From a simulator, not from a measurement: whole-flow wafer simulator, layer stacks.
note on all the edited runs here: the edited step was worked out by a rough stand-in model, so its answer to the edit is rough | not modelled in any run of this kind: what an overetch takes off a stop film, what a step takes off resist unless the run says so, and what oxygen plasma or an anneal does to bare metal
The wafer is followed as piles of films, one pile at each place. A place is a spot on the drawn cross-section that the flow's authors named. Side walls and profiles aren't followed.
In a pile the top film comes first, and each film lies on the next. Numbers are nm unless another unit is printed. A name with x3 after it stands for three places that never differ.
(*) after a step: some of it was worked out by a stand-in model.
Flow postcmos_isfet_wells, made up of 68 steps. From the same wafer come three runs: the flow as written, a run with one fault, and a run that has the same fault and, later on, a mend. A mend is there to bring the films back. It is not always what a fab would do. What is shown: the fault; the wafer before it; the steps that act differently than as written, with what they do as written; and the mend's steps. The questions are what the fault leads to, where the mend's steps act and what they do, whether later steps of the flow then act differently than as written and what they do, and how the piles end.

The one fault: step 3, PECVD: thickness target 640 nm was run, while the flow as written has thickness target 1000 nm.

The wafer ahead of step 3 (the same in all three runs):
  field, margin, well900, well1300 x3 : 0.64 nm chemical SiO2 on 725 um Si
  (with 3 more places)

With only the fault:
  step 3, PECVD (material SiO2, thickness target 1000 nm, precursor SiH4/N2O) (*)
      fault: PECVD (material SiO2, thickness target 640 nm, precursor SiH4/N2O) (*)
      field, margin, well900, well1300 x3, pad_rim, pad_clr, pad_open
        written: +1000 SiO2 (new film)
        fault: +640 SiO2 (new film)
  Later steps of the flow that are run all act as written at every place that is followed.
  The piles end different from the flow's at field, margin, well900, well1300 x3, pad_rim, pad_clr, pad_open by more than 2% or 0.5 nm, whichever is larger.
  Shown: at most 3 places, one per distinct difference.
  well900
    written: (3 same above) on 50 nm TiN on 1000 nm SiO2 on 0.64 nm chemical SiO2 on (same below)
    fault: (3 same above) on 50 nm TiN on 640 nm SiO2 on 0.64 nm chemical SiO2 on (same below)
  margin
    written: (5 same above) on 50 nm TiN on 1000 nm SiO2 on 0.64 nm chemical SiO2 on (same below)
    fault: (5 same above) on 50 nm TiN on 640 nm SiO2 on 0.64 nm chemical SiO2 on (same below)
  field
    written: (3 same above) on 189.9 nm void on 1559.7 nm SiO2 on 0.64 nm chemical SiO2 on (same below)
    fault: (3 same above) on 189.9 nm void on 1199.7 nm SiO2 on 0.64 nm chemical SiO2 on (same below)

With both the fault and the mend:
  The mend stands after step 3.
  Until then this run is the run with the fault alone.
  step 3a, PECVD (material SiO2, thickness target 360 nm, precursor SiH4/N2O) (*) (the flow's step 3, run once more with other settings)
      field, margin, well900, well1300 x3, pad_rim, pad_clr, pad_open
        +360 SiO2
  Later steps of the flow that are run all act as written at every place that is followed.
  At every place that both follow, the piles at the end match the flow's.
